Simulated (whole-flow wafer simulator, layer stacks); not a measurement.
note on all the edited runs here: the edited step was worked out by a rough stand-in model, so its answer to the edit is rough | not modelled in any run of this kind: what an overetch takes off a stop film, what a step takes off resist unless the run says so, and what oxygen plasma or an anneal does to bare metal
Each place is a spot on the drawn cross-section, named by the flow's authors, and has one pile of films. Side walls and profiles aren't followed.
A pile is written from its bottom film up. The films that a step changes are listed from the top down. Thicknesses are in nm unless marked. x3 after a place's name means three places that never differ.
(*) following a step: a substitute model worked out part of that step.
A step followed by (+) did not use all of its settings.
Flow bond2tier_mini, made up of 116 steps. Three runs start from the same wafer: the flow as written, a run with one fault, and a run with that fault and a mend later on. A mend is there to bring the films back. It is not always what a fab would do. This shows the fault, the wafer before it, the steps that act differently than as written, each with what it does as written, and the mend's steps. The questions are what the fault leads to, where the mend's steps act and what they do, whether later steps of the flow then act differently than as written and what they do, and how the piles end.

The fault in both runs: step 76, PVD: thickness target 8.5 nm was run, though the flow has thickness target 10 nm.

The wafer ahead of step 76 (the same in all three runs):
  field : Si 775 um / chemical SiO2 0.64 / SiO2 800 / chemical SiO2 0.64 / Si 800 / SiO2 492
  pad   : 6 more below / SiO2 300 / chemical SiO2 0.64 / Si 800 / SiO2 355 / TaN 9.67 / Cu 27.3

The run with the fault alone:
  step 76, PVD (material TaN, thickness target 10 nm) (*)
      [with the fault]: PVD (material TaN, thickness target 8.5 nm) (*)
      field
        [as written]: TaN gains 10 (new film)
        [with the fault]: TaN gains 8.5 (new film)
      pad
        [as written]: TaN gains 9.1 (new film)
        [with the fault]: TaN gains 7.74 (new film)
  Steps further on in the flow that do not act as written (1 other step is not shown; it differs only slightly, by no more than 2% or 0.5 nm, whichever is larger):
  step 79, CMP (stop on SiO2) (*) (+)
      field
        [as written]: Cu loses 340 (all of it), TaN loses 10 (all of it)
        [with the fault]: Cu loses 340 (all of it), TaN loses 8.5 (all of it)
  By the end, the piles at pad depart from the flow's by more than 2% or 0.5 nm, whichever is larger.
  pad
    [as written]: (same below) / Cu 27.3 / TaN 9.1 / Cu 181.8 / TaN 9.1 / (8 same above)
    [with the fault]: (same below) / Cu 27.3 / TaN 7.74 / Cu 183.2 / TaN 9.1 / (8 same above)

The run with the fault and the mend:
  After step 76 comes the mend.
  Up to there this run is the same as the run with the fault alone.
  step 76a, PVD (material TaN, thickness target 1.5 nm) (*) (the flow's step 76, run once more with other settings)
      field
        TaN gains 1.5
      pad
        TaN gains 1.36
  Later steps of the flow that are run all act as written at every place that is followed.
  By the end, the piles equal the flow's at every place that both follow.
